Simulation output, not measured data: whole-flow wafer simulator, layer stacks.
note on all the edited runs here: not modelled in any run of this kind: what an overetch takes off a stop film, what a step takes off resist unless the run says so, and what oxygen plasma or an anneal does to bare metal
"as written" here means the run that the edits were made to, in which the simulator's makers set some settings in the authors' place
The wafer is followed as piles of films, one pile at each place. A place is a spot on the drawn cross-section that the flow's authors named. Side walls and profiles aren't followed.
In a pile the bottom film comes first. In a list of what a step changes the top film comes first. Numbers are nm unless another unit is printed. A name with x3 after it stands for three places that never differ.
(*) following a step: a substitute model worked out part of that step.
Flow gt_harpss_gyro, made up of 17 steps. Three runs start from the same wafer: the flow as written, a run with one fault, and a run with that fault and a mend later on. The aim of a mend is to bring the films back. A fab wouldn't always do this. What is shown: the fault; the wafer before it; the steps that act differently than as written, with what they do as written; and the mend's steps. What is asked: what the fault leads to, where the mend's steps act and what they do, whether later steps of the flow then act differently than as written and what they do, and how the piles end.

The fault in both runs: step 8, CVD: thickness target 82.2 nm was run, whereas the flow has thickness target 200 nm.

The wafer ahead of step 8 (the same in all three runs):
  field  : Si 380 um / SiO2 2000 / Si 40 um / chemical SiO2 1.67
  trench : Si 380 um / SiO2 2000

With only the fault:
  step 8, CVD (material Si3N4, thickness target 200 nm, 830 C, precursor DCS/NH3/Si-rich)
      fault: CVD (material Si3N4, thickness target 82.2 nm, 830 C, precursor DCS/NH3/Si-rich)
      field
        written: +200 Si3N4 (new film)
        fault: +82.2 Si3N4 (new film)
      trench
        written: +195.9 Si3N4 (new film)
        fault: +80.7 Si3N4 (new film)
  Steps later in the flow that act otherwise than as written:
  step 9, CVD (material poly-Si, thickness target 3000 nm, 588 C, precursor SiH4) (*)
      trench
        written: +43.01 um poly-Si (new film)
        fault: +43 um poly-Si (new film)
  By the end, the piles at field, trench depart from the flow's by more than 2% or 0.5 nm, whichever is larger.
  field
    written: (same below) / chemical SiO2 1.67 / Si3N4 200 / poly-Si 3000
    fault: (same below) / chemical SiO2 1.67 / Si3N4 82.2 / poly-Si 3000
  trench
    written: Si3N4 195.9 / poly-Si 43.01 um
    fault: Si3N4 80.7 / poly-Si 43 um

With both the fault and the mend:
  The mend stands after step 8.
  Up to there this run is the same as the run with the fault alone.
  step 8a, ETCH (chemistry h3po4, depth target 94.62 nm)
      field
        -82.2 Si3N4 (all of it)
      trench
        -80.7 Si3N4 (all of it)
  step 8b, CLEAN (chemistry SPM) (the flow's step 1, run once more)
      does not change any film at any place that is followed
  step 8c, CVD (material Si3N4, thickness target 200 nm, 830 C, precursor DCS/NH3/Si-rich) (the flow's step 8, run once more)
      field
        +200 Si3N4 (new film)
      trench
        +195.9 Si3N4 (new film)
  Later steps of the flow that are run all act as written at every place that is followed.
  The piles end the same as the flow's at every place that both follow.
